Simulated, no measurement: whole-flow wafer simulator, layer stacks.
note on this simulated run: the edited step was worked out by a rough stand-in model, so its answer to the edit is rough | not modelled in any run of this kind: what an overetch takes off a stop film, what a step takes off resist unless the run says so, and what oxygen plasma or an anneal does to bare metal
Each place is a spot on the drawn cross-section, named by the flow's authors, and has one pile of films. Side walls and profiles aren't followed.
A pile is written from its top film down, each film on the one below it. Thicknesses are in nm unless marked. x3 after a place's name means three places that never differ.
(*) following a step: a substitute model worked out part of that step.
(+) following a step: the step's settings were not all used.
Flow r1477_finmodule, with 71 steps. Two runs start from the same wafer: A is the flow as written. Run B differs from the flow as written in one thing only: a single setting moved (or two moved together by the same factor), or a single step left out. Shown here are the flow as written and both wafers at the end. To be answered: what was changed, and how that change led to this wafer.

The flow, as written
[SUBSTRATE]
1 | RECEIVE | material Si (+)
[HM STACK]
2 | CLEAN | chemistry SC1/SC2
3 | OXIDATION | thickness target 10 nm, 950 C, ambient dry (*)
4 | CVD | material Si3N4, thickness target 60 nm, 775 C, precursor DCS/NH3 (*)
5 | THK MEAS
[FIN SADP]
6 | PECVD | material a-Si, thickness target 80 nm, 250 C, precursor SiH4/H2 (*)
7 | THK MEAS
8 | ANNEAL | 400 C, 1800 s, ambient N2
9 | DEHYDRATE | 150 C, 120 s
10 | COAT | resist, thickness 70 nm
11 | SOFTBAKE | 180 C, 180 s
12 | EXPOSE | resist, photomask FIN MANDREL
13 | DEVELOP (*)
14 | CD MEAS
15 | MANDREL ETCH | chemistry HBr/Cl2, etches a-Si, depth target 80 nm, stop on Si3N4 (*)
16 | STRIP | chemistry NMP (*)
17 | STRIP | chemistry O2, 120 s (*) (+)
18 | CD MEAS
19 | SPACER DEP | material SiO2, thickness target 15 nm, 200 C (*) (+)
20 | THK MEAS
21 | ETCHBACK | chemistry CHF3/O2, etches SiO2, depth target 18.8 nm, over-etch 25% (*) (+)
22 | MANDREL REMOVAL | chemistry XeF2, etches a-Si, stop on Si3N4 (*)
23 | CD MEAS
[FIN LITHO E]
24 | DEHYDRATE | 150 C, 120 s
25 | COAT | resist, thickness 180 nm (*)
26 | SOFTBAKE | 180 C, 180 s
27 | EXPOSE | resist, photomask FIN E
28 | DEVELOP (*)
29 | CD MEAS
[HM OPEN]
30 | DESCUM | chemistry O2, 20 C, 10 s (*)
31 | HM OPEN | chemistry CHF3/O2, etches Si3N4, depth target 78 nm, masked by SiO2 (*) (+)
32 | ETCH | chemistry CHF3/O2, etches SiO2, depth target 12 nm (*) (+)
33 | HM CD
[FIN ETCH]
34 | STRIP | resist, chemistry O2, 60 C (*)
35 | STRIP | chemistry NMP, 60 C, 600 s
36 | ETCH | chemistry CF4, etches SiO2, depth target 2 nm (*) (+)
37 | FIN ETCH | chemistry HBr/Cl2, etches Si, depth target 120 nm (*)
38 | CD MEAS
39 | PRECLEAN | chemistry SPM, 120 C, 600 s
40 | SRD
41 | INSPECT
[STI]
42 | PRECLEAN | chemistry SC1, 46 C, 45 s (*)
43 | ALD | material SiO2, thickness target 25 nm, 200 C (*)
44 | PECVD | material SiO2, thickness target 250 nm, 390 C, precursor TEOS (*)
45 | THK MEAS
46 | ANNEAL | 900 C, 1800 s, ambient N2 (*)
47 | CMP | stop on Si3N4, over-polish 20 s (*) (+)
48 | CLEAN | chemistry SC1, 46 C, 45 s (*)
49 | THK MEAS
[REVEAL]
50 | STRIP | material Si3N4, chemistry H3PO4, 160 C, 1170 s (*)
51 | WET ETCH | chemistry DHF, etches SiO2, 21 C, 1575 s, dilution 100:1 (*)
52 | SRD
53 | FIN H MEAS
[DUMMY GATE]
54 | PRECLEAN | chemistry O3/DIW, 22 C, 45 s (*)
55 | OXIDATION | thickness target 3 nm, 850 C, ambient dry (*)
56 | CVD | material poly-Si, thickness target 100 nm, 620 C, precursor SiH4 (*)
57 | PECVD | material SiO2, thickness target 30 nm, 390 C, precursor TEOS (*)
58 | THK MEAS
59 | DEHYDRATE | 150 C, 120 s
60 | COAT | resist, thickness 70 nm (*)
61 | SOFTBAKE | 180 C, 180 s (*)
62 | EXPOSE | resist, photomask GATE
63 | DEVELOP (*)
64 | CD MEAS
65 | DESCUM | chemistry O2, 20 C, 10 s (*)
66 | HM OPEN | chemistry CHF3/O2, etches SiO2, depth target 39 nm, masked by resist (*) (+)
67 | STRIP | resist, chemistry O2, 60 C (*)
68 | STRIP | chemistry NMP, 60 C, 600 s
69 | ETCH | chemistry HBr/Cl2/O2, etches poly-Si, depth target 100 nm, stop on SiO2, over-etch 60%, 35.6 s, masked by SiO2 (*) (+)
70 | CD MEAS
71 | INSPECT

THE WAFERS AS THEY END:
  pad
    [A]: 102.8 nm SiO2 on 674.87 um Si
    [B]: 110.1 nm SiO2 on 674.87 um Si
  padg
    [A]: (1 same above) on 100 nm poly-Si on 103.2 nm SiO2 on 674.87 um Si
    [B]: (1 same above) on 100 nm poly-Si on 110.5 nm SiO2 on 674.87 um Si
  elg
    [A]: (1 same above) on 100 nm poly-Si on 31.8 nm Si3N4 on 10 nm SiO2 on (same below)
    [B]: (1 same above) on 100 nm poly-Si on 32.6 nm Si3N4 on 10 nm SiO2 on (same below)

The reason: step 51, WET ETCH: 18.84 C was run, while the flow as written has 21 C.

Step by step, how the change led to this:
  51 | WET ETCH | chemistry DHF, etches SiO2, 21 C, 1575 s, dilution 100:1 (*)
      pad, padg, e40sg and 12 more: A -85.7 SiO2 | B -78.4 SiO2
      elg, e40lg, e100lg, e200lg, elo, e40lo, e100lo, e200lo: A -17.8 SiO2 (all of it), -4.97 Si3N4 | B -17.8 SiO2 (all of it), -4.17 Si3N4
      (as well as at 7 more places)
  56 | CVD | material poly-Si, thickness target 100 nm, 620 C, precursor SiH4 (*)
      s40cg, s40co: A +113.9 poly-Si (new film) | B +107.2 poly-Si (new film)
      s45cg, s45co: A +113.4 poly-Si (new film) | B +106.7 poly-Si (new film)
      (as well as at 3 more places)
  60 | COAT | resist, thickness 70 nm (*)
      e40sg, eso, e40so: A +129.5 resist (new film) | B +123.3 resist (new film)
      e100sg, e100so: A +129.4 resist (new film) | B +123.3 resist (new film)
      (as well as at 8 more places)
  63 | DEVELOP (*)
      eso, e40so: A -129.5 resist (all of it) | B -123.3 resist (all of it)
      e100so: A -129.4 resist (all of it) | B -123.3 resist (all of it)
      (as well as at 4 more places)
  67 | STRIP | resist, chemistry O2, 60 C (*)
      e40sg: A -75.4 resist (all of it) | B -69.2 resist (all of it)
      e100sg: A -75.3 resist (all of it) | B -69.2 resist (all of it)
      (as well as at 4 more places)
  69 | ETCH | chemistry HBr/Cl2/O2, etches poly-Si, depth target 100 nm, stop on SiO2, over-etch 60%, 35.6 s, masked by SiO2 (*) (+)
      s40co: A -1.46 chemical SiO2 (all of it), -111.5 poly-Si (all of it), -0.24 SiO2 | B -1.43 chemical SiO2 (all of it), -104.8 poly-Si (all of it), -0.28 SiO2
      s45co: A -1.46 chemical SiO2 (all of it), -110.9 poly-Si (all of it), -0.25 SiO2 | B -1.43 chemical SiO2 (all of it), -104.2 poly-Si (all of it), -0.28 SiO2
      (as well as at 1 more place)
